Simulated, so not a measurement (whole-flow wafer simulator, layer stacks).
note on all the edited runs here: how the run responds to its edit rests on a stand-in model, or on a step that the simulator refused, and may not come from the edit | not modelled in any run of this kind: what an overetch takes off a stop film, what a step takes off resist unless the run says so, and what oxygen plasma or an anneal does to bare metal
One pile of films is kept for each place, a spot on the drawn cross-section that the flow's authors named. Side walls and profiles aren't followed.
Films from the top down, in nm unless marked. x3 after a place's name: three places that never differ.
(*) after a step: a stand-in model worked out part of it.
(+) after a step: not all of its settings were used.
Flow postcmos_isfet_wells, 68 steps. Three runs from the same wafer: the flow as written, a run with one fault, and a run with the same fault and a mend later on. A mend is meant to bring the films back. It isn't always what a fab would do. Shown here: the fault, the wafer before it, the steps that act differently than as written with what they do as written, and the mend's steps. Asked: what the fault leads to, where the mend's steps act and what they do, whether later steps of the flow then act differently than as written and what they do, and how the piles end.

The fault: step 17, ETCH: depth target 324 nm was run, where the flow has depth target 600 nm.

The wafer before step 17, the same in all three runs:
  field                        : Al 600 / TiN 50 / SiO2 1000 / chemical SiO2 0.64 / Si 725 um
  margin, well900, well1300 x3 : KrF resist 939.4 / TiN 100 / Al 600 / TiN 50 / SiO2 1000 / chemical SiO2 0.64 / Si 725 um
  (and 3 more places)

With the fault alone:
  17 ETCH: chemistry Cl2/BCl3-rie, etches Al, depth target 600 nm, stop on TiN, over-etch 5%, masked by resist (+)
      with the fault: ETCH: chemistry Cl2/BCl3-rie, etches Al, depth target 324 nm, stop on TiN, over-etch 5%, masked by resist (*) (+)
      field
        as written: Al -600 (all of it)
        with the fault: Al -324
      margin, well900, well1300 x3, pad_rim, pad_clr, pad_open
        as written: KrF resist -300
        with the fault: KrF resist -162
  Later steps of the flow that act differently than as written:
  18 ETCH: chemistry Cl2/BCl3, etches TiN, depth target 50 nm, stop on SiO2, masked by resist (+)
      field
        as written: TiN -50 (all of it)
        with the fault: Al -50
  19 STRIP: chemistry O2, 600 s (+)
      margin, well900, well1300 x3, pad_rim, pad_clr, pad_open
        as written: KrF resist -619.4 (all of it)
        with the fault: KrF resist -757.4 (all of it)
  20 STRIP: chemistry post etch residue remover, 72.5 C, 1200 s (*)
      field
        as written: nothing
        with the fault: Al -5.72
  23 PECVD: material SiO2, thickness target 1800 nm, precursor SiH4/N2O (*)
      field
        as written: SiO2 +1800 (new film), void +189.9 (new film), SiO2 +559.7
        with the fault: SiO2 +2279.3 (new film)
  At the end the piles differ from the flow's by more than 2% or 0.5 nm, whichever is larger, at field.
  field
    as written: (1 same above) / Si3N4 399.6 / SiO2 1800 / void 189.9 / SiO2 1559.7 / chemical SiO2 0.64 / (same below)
    with the fault: (1 same above) / Si3N4 399.6 / SiO2 2279.3 / Al 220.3 / TiN 50 / SiO2 1000 / chemical SiO2 0.64 / (same below)

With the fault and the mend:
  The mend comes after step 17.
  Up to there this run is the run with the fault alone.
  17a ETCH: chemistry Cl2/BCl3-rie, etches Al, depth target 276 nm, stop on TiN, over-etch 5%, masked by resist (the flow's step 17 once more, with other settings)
      margin, well900, well1300 x3, pad_rim, pad_clr, pad_open
        KrF resist -138
      field
        Al -276 (all of it)
  No later step of the flow acts differently than as written at any place that is followed.
  At the end the piles are the same as the flow's at every place that both follow.
